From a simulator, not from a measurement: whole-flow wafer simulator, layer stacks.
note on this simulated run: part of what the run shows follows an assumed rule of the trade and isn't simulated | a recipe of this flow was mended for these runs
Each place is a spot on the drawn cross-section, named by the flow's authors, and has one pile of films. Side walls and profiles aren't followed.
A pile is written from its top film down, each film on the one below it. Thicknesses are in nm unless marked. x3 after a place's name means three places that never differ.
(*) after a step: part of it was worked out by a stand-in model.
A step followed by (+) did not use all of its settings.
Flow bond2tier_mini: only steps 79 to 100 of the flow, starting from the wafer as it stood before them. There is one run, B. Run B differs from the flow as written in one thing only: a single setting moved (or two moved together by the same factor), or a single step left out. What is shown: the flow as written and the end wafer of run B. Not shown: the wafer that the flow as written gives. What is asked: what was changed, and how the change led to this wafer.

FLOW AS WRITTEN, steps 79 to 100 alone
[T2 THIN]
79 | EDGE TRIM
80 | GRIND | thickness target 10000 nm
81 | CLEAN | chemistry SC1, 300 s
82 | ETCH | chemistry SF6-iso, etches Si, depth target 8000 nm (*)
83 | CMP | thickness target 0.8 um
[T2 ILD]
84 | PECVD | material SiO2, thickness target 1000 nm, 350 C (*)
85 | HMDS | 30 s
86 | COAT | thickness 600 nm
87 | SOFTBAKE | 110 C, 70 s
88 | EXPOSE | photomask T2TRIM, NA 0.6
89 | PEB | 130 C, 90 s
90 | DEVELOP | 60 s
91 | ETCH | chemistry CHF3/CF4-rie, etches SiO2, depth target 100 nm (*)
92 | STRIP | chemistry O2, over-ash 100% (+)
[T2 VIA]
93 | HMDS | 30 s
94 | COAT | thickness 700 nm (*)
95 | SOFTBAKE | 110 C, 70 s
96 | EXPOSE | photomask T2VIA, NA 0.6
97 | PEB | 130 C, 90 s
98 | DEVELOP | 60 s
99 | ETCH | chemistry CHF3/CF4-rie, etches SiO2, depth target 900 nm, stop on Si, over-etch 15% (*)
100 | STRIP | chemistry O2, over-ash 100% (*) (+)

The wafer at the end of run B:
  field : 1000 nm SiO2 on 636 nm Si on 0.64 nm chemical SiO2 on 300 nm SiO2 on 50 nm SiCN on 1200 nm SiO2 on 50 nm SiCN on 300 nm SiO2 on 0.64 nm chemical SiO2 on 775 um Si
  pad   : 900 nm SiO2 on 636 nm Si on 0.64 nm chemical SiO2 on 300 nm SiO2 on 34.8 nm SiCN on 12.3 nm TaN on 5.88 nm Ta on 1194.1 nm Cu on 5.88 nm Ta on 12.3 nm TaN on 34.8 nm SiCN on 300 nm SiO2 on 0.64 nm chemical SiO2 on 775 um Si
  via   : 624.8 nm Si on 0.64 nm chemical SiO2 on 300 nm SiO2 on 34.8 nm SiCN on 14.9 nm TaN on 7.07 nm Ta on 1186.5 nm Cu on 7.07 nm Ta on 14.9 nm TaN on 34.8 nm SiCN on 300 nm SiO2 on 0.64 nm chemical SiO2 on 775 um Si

Cause: step 83, CMP: thickness target 0.636 um was run, whereas the flow has thickness target 0.8 um.

How this came from the change, step by step:
  83 | CMP | thickness target 0.8 um
      field, pad, via: -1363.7 Si (as written it would have been: -1199.7 Si)
